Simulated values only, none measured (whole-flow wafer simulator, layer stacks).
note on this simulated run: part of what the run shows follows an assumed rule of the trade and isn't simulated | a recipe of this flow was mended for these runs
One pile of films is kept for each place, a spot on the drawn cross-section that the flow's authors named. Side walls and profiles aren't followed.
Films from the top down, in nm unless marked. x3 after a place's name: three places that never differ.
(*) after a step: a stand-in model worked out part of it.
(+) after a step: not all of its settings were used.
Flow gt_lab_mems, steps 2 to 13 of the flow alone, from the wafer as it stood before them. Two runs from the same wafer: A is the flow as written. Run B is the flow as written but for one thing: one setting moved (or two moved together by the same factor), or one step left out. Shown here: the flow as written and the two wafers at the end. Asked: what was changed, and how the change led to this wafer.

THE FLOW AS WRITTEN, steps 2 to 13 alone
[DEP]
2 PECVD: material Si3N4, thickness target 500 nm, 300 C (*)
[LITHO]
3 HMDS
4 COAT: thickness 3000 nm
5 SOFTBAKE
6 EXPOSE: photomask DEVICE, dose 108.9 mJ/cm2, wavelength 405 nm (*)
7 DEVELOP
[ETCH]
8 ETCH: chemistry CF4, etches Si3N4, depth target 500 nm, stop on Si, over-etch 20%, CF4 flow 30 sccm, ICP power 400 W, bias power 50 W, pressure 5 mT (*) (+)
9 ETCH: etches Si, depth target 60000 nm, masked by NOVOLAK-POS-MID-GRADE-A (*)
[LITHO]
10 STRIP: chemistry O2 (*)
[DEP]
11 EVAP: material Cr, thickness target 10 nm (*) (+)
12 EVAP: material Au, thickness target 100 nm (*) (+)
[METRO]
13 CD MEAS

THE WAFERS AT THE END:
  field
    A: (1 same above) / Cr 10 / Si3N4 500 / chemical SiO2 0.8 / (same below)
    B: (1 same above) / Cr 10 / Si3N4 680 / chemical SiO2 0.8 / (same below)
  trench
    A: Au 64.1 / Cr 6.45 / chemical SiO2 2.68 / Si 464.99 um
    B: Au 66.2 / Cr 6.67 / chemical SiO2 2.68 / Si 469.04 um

The cause: step 2, PECVD: thickness target 680 nm was run, where the flow has thickness target 500 nm.
It can be read off the wafer: field has Si3N4 680, and step 2 as written asks for 500 nm.

How the change led to this, step by step:
  2 PECVD: material Si3N4, thickness target 500 nm, 300 C (*)
      field, trench: A Si3N4 +500 (new film) | B Si3N4 +680 (new film)
  8 ETCH: chemistry CF4, etches Si3N4, depth target 500 nm, stop on Si, over-etch 20%, CF4 flow 30 sccm, ICP power 400 W, bias power 50 W, pressure 5 mT (*) (+)
      trench: A Si3N4 -500 (all of it), chemical SiO2 -0.8 (all of it), Si -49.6 | B Si3N4 -600
  9 ETCH: etches Si, depth target 60000 nm, masked by NOVOLAK-POS-MID-GRADE-A (*)
      trench: A Si -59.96 um | B Si3N4 -80 (all of it), chemical SiO2 -0.8 (all of it), Si -55.96 um
  12 EVAP: material Au, thickness target 100 nm (*) (+)
      trench: A Au +64.1 (new film) | B Au +66.2 (new film)
